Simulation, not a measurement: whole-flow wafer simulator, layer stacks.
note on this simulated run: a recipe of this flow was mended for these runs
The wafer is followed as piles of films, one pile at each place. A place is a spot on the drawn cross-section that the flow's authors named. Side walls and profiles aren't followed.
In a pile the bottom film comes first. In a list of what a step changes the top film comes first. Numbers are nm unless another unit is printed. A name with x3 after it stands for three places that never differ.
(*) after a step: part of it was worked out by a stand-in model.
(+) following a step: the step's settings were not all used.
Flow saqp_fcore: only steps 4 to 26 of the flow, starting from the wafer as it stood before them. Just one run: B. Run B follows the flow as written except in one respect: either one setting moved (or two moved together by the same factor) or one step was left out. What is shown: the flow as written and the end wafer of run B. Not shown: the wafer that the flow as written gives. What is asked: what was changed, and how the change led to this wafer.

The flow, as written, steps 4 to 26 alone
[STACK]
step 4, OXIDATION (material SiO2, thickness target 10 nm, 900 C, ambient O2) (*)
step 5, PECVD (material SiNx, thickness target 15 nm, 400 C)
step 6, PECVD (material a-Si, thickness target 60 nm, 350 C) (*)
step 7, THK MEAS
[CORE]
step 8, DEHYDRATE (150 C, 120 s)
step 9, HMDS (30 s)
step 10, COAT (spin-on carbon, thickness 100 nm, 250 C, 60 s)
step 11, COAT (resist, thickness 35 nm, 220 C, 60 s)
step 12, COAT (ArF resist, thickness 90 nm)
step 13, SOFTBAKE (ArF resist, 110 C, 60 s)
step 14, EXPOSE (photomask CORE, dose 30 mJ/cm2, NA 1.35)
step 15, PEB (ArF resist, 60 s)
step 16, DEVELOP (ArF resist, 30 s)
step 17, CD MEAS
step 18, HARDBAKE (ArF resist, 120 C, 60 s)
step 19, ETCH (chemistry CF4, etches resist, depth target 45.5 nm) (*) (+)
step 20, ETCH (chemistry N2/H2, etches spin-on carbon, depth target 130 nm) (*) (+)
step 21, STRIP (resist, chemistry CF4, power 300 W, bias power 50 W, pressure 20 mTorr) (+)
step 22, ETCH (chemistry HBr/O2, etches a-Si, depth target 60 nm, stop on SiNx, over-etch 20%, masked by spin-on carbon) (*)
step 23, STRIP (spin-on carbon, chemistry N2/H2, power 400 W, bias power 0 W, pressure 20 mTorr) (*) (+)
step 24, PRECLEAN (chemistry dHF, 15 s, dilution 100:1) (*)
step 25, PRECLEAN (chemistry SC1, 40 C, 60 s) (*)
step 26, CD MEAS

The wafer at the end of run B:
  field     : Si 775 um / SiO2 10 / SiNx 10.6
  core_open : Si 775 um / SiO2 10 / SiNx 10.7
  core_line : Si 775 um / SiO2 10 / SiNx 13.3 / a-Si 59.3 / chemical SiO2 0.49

The reason: step 5, PECVD: thickness target 13.3 nm was run, whereas the flow has thickness target 15 nm.
The wafer lets one read it off: core_line has SiNx 13.3, and step 5 as written asks for 15 nm.

How this came from the change, step by step:
  step 5, PECVD (material SiNx, thickness target 15 nm, 400 C)
      field, core_open, core_line: +13.3 SiNx (new film) (it would be, as written: +15 SiNx (new film))
